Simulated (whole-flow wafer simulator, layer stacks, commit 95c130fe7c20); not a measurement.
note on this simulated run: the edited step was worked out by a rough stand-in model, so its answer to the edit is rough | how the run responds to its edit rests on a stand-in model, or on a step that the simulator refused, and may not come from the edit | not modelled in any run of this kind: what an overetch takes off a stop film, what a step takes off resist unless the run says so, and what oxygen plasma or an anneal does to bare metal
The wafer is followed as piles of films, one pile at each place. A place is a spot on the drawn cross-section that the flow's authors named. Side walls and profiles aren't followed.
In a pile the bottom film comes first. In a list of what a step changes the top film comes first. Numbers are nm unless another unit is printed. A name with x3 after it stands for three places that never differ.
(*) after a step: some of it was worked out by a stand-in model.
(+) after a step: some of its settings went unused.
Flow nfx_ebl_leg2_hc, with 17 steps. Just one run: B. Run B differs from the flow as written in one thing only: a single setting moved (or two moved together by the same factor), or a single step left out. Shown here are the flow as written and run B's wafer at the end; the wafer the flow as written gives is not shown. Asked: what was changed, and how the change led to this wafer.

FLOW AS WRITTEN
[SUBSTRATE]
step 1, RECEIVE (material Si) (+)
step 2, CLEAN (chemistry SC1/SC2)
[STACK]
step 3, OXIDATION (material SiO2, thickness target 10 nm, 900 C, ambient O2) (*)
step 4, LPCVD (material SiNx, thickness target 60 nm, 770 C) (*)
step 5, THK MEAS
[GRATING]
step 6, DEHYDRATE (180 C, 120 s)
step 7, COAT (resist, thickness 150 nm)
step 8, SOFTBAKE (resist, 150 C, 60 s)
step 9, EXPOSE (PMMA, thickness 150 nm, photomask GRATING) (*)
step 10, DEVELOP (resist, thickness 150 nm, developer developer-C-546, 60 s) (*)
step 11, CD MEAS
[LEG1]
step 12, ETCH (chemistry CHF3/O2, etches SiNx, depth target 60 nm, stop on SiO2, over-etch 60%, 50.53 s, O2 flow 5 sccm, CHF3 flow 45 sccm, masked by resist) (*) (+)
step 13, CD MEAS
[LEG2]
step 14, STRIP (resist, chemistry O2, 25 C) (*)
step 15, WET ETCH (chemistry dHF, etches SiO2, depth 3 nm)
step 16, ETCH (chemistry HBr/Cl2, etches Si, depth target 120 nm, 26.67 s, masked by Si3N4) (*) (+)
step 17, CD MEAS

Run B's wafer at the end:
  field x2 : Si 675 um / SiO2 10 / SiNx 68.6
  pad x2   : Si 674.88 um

Cause: step 4, LPCVD: thickness target 80 nm was run, though the flow has thickness target 60 nm.

How this came from the change, step by step:
  step 4, LPCVD (material SiNx, thickness target 60 nm, 770 C) (*)
      field x2, pad x2: SiNx gains 80 (new film) (it would be, as written: SiNx gains 60 (new film))
  step 12, ETCH (chemistry CHF3/O2, etches SiNx, depth target 60 nm, stop on SiO2, over-etch 60%, 50.53 s, O2 flow 5 sccm, CHF3 flow 45 sccm, masked by resist) (*) (+)
      pad x2: SiNx loses 80 (all of it), SiO2 loses 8 (it would be, as written: SiNx loses 60 (all of it), SiO2 loses 10 (all of it))
  step 14, STRIP (resist, chemistry O2, 25 C) (*)
      pad x2: nothing (it would be, as written: chemical SiO2 gains 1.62 (new film), Si loses 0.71)
  step 15, WET ETCH (chemistry dHF, etches SiO2, depth 3 nm)
      pad x2: SiO2 loses 2 (all of it) (it would be, as written: chemical SiO2 loses 1.62 (all of it))
